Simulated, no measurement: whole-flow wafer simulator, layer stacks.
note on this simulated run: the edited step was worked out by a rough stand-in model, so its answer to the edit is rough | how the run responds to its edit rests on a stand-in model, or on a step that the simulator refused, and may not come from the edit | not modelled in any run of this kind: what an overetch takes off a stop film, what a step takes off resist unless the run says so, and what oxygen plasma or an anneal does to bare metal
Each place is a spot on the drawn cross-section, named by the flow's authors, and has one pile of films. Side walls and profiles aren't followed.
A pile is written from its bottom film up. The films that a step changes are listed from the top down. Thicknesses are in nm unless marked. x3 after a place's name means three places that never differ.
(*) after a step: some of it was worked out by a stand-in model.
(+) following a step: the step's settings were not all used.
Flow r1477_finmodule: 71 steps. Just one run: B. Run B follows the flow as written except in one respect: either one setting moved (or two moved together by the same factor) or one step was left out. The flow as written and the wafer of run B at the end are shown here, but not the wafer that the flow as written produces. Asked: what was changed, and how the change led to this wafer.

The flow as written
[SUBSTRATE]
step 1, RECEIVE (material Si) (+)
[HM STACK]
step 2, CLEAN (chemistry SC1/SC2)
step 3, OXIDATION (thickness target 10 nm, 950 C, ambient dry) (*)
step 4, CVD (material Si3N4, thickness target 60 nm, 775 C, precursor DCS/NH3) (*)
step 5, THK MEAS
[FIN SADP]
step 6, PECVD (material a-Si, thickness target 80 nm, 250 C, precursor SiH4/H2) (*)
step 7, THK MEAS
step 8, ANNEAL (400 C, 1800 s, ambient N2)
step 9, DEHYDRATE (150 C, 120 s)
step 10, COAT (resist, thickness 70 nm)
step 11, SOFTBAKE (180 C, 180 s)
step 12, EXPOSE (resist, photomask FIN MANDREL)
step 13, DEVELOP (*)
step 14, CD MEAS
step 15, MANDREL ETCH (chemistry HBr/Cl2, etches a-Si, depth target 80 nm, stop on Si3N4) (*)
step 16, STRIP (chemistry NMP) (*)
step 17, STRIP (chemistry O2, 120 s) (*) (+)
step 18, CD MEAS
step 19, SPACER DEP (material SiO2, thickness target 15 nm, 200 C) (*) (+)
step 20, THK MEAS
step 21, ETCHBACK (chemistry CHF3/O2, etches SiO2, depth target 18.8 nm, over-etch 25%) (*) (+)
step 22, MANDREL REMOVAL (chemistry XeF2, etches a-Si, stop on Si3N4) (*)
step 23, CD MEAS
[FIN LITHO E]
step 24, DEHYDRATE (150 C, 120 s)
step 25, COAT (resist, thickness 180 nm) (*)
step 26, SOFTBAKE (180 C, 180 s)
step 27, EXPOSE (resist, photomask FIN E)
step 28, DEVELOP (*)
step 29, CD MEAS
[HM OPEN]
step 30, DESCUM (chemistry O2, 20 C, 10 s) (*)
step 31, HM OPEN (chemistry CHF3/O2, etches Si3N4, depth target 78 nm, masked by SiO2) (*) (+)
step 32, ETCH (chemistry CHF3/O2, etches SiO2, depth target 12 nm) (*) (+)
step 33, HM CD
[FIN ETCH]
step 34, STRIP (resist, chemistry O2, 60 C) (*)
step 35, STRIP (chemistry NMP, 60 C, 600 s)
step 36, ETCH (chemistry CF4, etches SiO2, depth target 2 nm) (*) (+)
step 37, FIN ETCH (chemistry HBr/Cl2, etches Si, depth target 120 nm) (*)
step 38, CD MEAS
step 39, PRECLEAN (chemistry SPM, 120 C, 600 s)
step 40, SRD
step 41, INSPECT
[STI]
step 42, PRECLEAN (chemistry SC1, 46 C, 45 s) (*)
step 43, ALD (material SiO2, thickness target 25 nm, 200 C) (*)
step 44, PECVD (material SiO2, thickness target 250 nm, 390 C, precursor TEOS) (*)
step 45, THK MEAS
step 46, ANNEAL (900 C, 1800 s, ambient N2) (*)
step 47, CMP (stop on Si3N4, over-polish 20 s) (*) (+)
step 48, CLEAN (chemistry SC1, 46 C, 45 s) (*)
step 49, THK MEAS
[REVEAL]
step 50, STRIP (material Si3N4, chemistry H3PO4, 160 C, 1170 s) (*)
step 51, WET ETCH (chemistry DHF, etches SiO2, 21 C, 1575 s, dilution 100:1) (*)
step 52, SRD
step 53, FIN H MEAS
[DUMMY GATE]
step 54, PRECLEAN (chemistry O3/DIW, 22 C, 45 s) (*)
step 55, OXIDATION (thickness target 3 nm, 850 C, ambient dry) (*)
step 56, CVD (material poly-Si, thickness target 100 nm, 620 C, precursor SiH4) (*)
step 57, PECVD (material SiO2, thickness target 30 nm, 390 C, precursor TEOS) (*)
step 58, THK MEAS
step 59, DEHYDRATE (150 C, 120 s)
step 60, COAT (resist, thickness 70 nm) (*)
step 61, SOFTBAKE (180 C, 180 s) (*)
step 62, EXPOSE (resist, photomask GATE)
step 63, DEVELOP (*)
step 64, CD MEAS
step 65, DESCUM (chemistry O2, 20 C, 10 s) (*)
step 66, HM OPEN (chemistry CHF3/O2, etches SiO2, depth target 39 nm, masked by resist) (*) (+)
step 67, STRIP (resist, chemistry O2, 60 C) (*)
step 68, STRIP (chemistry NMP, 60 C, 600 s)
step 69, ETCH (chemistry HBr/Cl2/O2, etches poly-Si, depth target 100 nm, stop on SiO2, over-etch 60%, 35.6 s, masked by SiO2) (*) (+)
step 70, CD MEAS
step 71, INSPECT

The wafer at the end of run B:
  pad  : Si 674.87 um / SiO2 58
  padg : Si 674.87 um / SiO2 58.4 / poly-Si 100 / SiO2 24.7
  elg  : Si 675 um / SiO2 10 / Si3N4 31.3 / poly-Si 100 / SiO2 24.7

Cause: step 46, ANNEAL: 788 C was run, whereas the flow has 900 C.

The path from the change to this, step by step:
  step 46, ANNEAL (900 C, 1800 s, ambient N2) (*)
      pad, padg, elg and 33 more: SiO2 loses 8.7 (as written it would have been: SiO2 loses 11.2)
  step 47, CMP (stop on Si3N4, over-polish 20 s) (*) (+)
      pad, padg, e40sg and 11 more: SiO2 loses 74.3 (as written it would have been: SiO2 loses 71.8)
      eso: SiO2 loses 74.9 (as written it would have been: SiO2 loses 72.4)
  step 50, STRIP (material Si3N4, chemistry H3PO4, 160 C, 1170 s) (*)
      pad, padg, e40sg and 12 more: SiO2 loses 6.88 (as written it would have been: SiO2 loses 4.28)
      elg, esg, e40lg and 12 more: SiO2 loses 6.02 (as written it would have been: SiO2 loses 4.28)
  step 51, WET ETCH (chemistry DHF, etches SiO2, 21 C, 1575 s, dilution 100:1) (*)
      pad, padg, e40sg and 12 more: SiO2 loses 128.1 (as written it would have been: SiO2 loses 85.7)
      elg, e40lg, e100lg, e200lg, elo, e40lo, e100lo, e200lo: SiO2 loses 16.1 (all of it), Si3N4 loses 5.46 (as written it would have been: SiO2 loses 17.8 (all of it), Si3N4 loses 4.97)
      (as well as at 7 more places)
  step 56, CVD (material poly-Si, thickness target 100 nm, 620 C, precursor SiH4) (*)
      s40cg, s40co: poly-Si gains 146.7 (new film) (as written it would have been: poly-Si gains 113.9 (new film))
      s45cg, s45co: poly-Si gains 146.7 (new film) (as written it would have been: poly-Si gains 113.4 (new film))
      (as well as at 3 more places)
  step 60, COAT (resist, thickness 70 nm) (*)
      e100lg, e200lg, e100lo, e200lo: resist gains 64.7 (new film) (as written it would have been: resist gains 66.9 (new film))
      e40lg, elo, e40lo: resist gains 64.6 (new film) (as written it would have been: resist gains 66.9 (new film))
      (as well as at 19 more places)
  step 63, DEVELOP (*)
      elo, e40lo: resist loses 64.6 (all of it) (as written it would have been: resist loses 66.9 (all of it))
      eso, e40so: resist loses 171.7 (all of it) (as written it would have been: resist loses 129.5 (all of it))
      (as well as at 10 more places)
  step 67, STRIP (resist, chemistry O2, 60 C) (*)
      e40lg, e100lg: resist loses 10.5 (all of it) (as written it would have been: resist loses 12.8 (all of it))
      e40sg: resist loses 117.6 (all of it) (as written it would have been: resist loses 75.4 (all of it))
      (as well as at 12 more places)
  step 69, ETCH (chemistry HBr/Cl2/O2, etches poly-Si, depth target 100 nm, stop on SiO2, over-etch 60%, 35.6 s, masked by SiO2) (*) (+)
      s40co: chemical SiO2 loses 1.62 (all of it), poly-Si loses 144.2 (all of it), SiO2 loses 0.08 (as written it would have been: chemical SiO2 loses 1.46 (all of it), poly-Si loses 111.5 (all of it), SiO2 loses 0.24)
      s45co: chemical SiO2 loses 1.62 (all of it), poly-Si loses 144.2 (all of it), SiO2 loses 0.08 (as written it would have been: chemical SiO2 loses 1.46 (all of it), poly-Si loses 110.9 (all of it), SiO2 loses 0.25)
      (as well as at 1 more place)
